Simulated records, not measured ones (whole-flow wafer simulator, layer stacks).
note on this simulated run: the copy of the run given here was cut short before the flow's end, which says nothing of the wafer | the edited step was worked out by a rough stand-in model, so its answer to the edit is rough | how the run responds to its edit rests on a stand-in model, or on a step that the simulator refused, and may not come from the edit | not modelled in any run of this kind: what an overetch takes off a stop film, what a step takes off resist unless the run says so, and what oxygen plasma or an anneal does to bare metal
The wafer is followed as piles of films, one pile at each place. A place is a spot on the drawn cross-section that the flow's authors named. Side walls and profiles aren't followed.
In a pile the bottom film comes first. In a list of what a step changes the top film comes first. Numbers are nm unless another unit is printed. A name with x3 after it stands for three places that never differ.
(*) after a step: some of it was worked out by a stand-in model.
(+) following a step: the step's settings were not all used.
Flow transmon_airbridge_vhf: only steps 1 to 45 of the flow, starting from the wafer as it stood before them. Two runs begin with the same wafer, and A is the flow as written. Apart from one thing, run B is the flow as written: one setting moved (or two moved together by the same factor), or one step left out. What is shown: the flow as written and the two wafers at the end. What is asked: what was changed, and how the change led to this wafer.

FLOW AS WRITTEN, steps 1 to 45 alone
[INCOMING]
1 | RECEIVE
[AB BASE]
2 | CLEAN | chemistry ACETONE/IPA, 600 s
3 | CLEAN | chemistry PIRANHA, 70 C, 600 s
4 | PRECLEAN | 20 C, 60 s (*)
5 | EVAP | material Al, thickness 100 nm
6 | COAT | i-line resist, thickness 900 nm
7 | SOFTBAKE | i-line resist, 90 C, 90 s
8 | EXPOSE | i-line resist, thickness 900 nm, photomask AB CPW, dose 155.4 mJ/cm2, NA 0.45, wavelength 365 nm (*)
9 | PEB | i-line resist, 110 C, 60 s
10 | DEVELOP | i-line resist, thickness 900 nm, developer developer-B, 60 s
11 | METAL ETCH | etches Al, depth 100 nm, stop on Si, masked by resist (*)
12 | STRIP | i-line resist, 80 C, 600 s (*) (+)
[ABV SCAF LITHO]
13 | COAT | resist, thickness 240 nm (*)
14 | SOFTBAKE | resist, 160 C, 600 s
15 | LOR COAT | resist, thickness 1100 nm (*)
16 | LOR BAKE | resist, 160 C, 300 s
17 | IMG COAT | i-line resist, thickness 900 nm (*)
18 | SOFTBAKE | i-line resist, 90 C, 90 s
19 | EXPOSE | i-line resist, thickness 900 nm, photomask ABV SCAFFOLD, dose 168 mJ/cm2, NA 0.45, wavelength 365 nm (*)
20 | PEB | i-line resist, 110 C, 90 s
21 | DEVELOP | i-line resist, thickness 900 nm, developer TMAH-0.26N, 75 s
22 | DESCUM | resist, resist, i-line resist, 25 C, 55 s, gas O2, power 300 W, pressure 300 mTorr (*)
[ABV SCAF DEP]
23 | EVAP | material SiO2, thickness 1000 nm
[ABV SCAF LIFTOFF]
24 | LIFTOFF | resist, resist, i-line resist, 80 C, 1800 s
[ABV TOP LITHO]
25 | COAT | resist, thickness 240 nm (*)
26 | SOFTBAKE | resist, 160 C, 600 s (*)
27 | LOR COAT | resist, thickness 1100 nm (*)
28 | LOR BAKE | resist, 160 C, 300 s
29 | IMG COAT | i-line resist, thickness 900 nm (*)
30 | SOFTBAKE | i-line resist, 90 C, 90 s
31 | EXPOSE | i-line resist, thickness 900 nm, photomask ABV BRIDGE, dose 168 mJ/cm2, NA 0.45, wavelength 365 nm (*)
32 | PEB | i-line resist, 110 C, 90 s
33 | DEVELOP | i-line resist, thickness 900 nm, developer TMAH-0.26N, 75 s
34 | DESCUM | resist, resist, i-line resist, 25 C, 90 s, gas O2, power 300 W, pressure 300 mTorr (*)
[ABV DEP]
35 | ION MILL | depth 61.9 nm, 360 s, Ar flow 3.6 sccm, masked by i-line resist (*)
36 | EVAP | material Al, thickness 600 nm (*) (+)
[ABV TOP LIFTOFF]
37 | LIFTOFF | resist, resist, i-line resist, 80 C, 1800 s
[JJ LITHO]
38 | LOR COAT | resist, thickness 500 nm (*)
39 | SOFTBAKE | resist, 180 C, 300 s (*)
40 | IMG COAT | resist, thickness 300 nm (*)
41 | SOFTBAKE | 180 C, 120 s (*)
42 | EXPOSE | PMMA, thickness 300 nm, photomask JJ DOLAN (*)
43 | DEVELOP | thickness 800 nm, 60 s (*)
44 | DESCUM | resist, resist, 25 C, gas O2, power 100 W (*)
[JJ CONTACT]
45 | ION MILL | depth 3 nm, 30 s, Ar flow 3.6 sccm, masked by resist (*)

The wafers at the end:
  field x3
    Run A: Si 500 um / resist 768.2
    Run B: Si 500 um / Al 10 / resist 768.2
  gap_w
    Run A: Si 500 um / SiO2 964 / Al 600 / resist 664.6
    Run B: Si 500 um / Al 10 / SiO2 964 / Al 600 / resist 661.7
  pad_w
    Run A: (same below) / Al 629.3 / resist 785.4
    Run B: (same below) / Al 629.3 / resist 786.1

The reason: step 11, METAL ETCH: depth 90 nm was run, though the flow has depth 100 nm.

Step by step, how the change led to this:
  11 | METAL ETCH | etches Al, depth 100 nm, stop on Si, masked by resist (*)
      field x3, jj_line, gap_w, gap_e: A -100 Al (all of it) | B -90 Al
      ground_far, pad_w, flank_w and 8 more: A -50 i-line resist | B -45 i-line resist
  45 | ION MILL | depth 3 nm, 30 s, Ar flow 3.6 sccm, masked by resist (*)
      jj_line: A -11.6 Si | B -10 Al (all of it), -6 Si
Taking metal films that touch as one body, field x3 has 1 body; the flow as written gives 0 bodies.
Taking metal films that touch as one body, gap_w has 2 bodies (between them, from the top down: SiO2 964); the flow as written gives 1 body.
